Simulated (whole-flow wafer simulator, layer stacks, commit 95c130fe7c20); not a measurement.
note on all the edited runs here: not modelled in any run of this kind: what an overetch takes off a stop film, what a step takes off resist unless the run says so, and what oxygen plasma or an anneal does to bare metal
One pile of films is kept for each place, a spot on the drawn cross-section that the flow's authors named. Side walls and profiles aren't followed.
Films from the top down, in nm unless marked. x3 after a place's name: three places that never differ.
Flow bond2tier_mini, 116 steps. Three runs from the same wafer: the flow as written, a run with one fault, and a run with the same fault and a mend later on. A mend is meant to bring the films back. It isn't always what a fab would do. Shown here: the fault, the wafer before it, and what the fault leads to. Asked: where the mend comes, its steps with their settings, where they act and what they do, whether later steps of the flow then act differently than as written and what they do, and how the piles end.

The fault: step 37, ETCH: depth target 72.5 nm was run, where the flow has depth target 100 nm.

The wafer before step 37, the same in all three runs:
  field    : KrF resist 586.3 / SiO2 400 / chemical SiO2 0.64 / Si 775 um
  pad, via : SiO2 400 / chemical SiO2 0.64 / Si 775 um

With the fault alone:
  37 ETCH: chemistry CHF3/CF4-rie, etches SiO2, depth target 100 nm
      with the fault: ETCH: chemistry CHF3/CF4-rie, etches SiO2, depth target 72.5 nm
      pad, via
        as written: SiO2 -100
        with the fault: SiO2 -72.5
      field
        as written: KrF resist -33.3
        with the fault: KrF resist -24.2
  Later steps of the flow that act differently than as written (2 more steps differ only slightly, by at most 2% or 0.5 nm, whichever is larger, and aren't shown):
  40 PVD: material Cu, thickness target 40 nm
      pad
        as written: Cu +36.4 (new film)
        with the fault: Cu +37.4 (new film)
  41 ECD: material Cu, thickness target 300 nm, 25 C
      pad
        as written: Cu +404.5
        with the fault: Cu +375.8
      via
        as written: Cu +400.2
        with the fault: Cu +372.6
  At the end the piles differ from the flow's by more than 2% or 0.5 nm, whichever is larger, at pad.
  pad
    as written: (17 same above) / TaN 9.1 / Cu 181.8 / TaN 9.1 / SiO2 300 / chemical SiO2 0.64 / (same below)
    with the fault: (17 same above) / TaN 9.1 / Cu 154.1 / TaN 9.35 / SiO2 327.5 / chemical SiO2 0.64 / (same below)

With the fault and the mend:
  The mend comes after step 37.
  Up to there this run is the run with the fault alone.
  37a ETCH: chemistry CHF3/CF4-rie, etches SiO2, depth target 27.5 nm (the flow's step 37 once more, with other settings)
      pad, via
        SiO2 -27.5
      field
        KrF resist -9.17
  No later step of the flow acts differently than as written at any place that is followed.
  At the end the piles are the same as the flow's at every place that both follow.
